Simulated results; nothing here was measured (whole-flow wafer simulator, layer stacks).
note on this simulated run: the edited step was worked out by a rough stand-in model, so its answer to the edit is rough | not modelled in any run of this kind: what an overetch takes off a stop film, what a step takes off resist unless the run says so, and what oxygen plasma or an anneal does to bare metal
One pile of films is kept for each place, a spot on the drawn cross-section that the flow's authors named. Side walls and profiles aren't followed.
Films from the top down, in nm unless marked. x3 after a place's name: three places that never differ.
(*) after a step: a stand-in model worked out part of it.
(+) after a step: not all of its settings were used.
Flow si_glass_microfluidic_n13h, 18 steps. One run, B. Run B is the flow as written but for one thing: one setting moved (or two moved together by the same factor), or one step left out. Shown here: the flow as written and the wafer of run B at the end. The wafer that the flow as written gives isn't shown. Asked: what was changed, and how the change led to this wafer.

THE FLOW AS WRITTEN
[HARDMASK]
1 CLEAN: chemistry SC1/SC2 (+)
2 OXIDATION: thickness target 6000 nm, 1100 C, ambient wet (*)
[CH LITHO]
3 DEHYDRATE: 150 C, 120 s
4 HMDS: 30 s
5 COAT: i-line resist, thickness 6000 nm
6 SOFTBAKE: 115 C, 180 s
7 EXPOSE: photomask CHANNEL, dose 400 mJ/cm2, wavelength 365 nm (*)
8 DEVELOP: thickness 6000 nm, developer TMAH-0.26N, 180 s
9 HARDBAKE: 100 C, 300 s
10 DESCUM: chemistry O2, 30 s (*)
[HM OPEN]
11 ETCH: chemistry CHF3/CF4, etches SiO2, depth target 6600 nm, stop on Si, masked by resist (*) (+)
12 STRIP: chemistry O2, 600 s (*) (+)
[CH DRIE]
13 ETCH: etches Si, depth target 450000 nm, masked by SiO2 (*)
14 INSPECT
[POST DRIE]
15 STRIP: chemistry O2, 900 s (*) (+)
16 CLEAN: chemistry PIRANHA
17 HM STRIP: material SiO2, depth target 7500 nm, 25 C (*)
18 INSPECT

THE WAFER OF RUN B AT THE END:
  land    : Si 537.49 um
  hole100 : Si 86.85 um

The cause: step 2, OXIDATION: thickness target 5700 nm was run, where the flow has thickness target 6000 nm.

How the change led to this, step by step:
  2 OXIDATION: thickness target 6000 nm, 1100 C, ambient wet (*)
      land, hole100: SiO2 +5700 (new film), chemical SiO2 -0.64 (all of it), Si -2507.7 (as written it would be: SiO2 +6000 (new film), chemical SiO2 -0.64 (all of it), Si -2639.7)
  11 ETCH: chemistry CHF3/CF4, etches SiO2, depth target 6600 nm, stop on Si, masked by resist (*) (+)
      hole100: SiO2 -5700 (all of it) (as written it would be: SiO2 -6000 (all of it))
  17 HM STRIP: material SiO2, depth target 7500 nm, 25 C (*)
      land: SiO2 -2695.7 (all of it) (as written it would be: SiO2 -2995.7 (all of it))
